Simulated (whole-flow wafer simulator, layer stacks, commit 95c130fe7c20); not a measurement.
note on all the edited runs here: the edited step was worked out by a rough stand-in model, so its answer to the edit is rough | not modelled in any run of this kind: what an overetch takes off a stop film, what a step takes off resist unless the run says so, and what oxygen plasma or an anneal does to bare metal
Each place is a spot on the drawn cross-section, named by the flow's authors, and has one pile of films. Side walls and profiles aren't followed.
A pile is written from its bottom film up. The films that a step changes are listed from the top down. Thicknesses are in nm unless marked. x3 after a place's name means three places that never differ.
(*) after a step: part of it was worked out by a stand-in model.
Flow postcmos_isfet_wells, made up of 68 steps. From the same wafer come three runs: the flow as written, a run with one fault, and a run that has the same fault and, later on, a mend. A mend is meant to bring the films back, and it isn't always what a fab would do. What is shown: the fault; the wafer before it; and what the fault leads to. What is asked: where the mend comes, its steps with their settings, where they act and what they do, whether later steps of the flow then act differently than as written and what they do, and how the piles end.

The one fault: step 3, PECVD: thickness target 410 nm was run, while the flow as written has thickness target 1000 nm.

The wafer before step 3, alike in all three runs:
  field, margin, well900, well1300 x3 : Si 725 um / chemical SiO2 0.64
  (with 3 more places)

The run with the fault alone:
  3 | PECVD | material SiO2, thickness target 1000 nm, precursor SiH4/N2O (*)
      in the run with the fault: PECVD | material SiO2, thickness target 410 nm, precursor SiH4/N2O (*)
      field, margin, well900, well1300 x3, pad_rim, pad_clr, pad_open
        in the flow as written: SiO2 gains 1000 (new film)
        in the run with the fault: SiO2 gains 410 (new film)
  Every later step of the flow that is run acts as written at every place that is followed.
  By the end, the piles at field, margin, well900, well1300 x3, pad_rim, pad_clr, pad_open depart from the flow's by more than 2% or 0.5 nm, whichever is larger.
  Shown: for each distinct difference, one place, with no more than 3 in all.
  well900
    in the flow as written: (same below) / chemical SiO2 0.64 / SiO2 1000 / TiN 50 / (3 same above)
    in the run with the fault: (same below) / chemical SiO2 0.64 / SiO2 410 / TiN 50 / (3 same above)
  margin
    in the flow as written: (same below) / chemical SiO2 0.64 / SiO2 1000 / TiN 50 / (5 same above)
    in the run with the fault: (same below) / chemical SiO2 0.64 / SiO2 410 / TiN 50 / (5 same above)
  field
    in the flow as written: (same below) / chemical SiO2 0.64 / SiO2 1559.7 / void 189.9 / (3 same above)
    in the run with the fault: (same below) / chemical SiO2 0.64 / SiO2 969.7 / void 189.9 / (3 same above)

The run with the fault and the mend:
  The mend follows step 3.
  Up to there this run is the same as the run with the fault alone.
  3a | PECVD | material SiO2, thickness target 590 nm, precursor SiH4/N2O (*) (a further turn of the flow's step 3, with different settings)
      field, margin, well900, well1300 x3, pad_rim, pad_clr, pad_open
        SiO2 gains 590
  Every later step of the flow that is run acts as written at every place that is followed.
  The piles end the same as the flow's at every place that both follow.
